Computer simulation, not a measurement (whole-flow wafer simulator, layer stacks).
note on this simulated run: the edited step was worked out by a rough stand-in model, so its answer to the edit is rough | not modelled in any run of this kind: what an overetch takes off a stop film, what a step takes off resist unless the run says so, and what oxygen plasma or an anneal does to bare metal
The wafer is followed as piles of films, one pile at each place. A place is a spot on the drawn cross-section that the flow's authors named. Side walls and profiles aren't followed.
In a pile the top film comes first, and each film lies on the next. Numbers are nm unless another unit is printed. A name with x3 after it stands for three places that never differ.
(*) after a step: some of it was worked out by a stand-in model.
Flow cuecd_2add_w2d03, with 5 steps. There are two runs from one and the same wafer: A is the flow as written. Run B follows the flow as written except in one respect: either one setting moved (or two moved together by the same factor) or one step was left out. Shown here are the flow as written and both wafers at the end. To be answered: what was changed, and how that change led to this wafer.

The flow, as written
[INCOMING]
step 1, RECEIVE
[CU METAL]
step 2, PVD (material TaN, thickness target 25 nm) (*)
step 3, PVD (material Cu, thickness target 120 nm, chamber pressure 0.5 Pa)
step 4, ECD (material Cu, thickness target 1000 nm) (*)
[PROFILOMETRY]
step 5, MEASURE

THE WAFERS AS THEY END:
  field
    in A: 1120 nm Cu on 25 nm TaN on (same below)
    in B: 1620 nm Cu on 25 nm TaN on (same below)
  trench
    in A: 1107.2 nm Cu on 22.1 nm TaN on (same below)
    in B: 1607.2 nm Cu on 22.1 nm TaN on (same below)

What caused this: step 4, ECD: thickness target 1500 nm was run, whereas the flow has thickness target 1000 nm.

The path from the change to this, step by step:
  step 4, ECD (material Cu, thickness target 1000 nm) (*)
      field, trench: A Cu gains 1000 | B Cu gains 1500
